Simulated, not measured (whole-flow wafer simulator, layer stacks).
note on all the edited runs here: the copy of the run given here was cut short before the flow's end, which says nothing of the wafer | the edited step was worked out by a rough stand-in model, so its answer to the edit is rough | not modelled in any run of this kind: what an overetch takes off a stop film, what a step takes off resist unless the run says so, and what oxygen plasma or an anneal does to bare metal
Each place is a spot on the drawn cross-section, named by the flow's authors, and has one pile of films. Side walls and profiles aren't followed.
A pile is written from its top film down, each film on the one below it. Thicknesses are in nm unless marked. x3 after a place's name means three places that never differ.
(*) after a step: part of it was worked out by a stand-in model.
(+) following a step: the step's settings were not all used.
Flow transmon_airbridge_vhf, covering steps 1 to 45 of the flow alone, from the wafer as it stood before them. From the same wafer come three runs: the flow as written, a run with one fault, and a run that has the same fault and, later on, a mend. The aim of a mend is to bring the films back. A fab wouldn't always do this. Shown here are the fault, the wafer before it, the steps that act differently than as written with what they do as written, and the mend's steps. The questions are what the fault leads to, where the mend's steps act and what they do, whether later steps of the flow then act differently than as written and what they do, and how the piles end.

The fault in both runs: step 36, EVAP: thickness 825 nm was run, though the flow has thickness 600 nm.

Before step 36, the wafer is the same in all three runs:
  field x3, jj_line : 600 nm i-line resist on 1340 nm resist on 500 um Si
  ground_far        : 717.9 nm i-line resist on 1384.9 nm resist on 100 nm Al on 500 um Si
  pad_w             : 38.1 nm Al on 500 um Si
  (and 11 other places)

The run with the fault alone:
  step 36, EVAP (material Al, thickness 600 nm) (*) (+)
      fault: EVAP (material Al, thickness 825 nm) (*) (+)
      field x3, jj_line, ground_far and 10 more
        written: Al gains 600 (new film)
        fault: Al gains 825 (new film)
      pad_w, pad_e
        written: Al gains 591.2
        fault: Al gains 812.9
  Steps later in the flow that act otherwise than as written:
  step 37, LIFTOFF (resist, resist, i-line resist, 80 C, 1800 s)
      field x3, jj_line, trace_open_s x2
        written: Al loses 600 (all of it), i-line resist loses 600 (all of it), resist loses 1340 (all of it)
        fault: Al loses 825 (all of it), i-line resist loses 600 (all of it), resist loses 1340 (all of it)
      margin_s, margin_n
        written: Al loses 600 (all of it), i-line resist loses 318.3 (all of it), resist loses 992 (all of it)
        fault: Al loses 825 (all of it), i-line resist loses 318.3 (all of it), resist loses 992 (all of it)
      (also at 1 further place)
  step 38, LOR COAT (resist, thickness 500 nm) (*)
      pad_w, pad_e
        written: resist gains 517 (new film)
        fault: resist gains 501.1 (new film)
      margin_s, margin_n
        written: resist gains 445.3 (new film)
        fault: resist gains 461.8 (new film)
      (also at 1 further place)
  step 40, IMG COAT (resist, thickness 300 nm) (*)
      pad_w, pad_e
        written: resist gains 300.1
        fault: resist gains 291.2
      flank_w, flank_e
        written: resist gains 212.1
        fault: resist gains 204.8
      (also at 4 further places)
  By the end, the piles at pad_w, flank_w, gap_w and 7 more depart from the flow's by more than 2% or 0.5 nm, whichever is larger.
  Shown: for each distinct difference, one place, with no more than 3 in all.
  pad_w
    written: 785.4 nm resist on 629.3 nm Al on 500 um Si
    fault: 760.4 nm resist on 851 nm Al on 500 um Si
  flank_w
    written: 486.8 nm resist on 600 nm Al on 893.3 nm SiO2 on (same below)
    fault: 474 nm resist on 825 nm Al on 893.3 nm SiO2 on (same below)
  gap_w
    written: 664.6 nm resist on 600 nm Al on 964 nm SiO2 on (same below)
    fault: 648 nm resist on 825 nm Al on 964 nm SiO2 on (same below)

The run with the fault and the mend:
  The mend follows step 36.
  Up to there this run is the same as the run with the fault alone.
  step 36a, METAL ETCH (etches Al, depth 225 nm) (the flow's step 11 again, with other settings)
      field x3, jj_line, ground_far and 12 more
        Al loses 225
  None of the later steps of the flow differs from how it acts as written, at any place that is followed, by more than 2% or 0.5 nm, whichever is larger.
  At the end the piles are close to the flow's at the places that both follow, differing by at most 2% or 0.5 nm, whichever is larger.
